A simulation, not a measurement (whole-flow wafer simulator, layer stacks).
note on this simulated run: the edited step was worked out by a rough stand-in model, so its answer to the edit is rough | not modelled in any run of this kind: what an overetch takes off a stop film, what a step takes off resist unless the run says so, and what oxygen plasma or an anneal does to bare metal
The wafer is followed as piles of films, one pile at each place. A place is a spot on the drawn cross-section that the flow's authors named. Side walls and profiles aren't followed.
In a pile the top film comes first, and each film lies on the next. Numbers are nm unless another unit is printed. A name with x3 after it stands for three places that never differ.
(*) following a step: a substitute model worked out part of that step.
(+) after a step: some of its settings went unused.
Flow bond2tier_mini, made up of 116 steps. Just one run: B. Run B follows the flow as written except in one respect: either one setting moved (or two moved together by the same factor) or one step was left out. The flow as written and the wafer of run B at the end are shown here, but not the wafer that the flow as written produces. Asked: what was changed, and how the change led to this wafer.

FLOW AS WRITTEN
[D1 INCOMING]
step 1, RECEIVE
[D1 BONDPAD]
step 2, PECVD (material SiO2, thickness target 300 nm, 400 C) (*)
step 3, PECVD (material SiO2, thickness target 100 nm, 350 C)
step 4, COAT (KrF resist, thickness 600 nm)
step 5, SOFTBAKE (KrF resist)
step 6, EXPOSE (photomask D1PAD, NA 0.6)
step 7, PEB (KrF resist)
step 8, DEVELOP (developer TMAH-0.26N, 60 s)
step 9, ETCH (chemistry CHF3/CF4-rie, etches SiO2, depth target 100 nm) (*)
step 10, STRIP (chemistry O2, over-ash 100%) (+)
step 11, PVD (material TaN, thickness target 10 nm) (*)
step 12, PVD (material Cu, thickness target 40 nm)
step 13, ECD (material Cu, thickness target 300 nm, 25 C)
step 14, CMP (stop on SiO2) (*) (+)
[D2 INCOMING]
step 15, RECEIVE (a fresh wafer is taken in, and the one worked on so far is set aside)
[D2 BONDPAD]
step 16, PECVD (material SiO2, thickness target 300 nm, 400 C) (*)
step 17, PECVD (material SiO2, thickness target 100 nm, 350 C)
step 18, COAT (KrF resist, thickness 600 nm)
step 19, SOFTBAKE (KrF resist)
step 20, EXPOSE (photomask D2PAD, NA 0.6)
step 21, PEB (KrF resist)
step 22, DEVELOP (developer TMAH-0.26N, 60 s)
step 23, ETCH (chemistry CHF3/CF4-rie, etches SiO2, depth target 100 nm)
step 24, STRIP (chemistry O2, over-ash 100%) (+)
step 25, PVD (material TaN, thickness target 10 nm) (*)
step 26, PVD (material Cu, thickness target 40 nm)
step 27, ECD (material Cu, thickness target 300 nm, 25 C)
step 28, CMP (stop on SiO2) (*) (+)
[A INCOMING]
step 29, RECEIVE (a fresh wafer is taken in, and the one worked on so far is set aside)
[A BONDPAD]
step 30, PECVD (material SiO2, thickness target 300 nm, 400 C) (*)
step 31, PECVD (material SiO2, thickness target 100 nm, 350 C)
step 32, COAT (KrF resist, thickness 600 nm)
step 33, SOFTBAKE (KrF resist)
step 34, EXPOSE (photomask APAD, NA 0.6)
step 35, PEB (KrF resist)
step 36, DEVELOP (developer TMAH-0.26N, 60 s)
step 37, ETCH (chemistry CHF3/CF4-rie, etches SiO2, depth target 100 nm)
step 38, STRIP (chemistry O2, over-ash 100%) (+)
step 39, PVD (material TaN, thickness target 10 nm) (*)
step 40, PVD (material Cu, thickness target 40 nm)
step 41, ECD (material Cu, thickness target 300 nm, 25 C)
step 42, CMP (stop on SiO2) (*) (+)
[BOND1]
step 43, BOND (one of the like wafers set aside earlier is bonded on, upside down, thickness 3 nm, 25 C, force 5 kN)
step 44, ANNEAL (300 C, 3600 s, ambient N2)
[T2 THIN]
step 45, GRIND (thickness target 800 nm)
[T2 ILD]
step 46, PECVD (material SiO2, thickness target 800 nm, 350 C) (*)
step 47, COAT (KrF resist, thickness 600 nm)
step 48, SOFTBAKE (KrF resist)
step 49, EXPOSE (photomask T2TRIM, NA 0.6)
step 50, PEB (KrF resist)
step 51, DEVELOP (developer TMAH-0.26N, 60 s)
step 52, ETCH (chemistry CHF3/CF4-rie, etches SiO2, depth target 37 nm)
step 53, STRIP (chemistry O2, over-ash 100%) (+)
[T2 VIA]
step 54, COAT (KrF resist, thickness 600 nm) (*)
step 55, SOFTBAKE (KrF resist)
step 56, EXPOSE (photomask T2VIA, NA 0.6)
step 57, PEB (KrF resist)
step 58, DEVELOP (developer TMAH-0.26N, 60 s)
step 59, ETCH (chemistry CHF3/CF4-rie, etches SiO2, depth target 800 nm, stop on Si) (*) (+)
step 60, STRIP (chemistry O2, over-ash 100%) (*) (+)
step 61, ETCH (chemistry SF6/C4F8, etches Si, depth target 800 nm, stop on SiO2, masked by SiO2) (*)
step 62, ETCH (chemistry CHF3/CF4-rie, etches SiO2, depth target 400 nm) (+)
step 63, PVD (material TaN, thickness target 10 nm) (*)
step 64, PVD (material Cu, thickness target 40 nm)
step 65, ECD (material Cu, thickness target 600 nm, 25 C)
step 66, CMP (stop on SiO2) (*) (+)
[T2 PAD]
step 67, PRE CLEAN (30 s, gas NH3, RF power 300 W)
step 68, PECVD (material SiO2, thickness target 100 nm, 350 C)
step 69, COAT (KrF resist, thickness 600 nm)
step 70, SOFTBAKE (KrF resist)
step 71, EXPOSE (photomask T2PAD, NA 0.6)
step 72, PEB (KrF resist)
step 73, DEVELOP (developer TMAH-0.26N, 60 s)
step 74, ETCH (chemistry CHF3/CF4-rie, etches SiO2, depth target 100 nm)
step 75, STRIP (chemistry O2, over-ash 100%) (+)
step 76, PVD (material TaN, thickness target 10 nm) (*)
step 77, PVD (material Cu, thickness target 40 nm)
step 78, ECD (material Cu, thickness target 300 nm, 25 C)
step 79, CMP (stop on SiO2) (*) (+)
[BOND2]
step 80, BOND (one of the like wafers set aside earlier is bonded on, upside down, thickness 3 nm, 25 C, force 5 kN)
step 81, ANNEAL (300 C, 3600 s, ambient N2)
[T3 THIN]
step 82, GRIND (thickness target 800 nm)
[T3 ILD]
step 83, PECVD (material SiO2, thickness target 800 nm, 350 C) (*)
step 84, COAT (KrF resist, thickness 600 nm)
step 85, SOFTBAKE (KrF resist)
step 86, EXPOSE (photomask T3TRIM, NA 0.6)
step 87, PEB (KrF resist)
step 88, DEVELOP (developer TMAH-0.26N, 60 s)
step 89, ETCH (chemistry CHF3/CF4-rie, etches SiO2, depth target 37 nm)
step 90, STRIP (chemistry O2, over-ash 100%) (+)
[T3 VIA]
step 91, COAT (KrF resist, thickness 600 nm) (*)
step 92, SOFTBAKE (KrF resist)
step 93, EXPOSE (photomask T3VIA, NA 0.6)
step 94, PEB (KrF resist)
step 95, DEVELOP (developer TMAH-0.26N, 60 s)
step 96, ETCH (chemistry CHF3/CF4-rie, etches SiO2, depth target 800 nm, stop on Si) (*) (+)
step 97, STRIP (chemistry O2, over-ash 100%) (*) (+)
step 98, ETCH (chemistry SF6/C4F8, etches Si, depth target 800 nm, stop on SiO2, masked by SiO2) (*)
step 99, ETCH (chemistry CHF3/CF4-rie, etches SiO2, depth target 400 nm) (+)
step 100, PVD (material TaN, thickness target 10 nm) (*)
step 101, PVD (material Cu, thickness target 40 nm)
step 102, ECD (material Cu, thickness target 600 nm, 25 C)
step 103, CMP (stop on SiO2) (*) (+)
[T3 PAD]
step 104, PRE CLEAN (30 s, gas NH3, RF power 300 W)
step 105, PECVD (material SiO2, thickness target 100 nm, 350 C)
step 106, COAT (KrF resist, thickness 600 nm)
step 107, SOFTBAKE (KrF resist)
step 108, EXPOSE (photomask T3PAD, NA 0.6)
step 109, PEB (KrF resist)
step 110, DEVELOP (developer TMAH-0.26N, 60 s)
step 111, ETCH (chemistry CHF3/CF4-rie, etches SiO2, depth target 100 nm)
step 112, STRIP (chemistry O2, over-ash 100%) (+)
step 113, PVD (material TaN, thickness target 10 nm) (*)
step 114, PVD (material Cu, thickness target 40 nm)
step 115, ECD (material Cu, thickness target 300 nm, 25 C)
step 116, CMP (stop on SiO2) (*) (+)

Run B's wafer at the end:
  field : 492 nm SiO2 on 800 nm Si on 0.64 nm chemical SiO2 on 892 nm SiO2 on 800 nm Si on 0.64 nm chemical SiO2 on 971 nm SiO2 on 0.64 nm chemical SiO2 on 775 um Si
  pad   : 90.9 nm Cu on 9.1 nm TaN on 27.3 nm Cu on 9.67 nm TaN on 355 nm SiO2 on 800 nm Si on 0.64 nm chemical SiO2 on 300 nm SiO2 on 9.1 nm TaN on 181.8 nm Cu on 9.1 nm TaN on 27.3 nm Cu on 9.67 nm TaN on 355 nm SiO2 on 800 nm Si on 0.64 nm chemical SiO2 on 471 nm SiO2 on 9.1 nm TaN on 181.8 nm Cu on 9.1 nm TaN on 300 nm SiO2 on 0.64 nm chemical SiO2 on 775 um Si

What caused this: step 2, PECVD: thickness target 471 nm was run, though the flow has thickness target 300 nm.
The wafer lets one read it off: pad has SiO2 471, and step 2 as written asks for 300 nm.

Step by step, how the change led to this:
  step 2, PECVD (material SiO2, thickness target 300 nm, 400 C) (*)
      field, pad, via: +471 SiO2 (new film) (in the flow as written it would be: +300 SiO2 (new film))
  step 43, BOND (one of the like wafers set aside earlier is bonded on, upside down, thickness 3 nm, 25 C, force 5 kN)
      field: +775 um Si (new film), +0.64 chemical SiO2 (new film), +571 SiO2 (in the flow as written it would be: +775 um Si (new film), +0.64 chemical SiO2 (new film), +400 SiO2)
      pad: +775 um Si (new film), +0.64 chemical SiO2 (new film), +471 SiO2 (new film), +9.1 TaN (new film), +90.9 Cu (in the flow as written it would be: +775 um Si (new film), +0.64 chemical SiO2 (new film), +300 SiO2 (new film), +9.1 TaN (new film), +90.9 Cu)
      (as well as at 1 more place)
